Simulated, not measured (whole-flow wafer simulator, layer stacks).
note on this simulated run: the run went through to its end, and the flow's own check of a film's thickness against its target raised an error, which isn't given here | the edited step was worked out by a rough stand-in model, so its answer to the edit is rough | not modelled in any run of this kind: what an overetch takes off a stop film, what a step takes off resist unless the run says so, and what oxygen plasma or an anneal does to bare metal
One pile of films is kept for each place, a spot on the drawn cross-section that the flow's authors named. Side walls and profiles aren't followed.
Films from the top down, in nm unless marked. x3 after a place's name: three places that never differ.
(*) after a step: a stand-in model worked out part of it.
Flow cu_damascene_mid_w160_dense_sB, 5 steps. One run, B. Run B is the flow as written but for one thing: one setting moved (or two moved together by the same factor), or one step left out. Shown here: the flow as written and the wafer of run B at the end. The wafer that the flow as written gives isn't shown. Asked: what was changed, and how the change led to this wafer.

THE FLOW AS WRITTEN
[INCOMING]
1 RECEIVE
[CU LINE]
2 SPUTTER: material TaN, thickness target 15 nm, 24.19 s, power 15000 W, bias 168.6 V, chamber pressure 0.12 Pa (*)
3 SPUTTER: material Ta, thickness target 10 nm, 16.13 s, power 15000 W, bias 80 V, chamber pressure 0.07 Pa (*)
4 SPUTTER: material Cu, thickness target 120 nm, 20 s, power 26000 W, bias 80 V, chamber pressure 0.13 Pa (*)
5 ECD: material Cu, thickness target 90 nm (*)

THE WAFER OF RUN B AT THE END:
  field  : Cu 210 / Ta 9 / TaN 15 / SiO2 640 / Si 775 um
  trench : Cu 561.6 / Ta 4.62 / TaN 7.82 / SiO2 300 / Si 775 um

The cause: step 3, SPUTTER: thickness target 9 nm was run, where the flow has thickness target 10 nm; step 3, SPUTTER: 14.52 s was run, where the flow has 16.13 s.
It can be read off the wafer: field has Ta 9, and step 3 as written asks for 10 nm.

How the change led to this, step by step:
  3 SPUTTER: material Ta, thickness target 10 nm, 16.13 s, power 15000 W, bias 80 V, chamber pressure 0.07 Pa (*)
      field: Ta +9 (new film) (as written it would be: Ta +10 (new film))
      trench: Ta +4.62 (new film) (as written it would be: Ta +5.14 (new film))
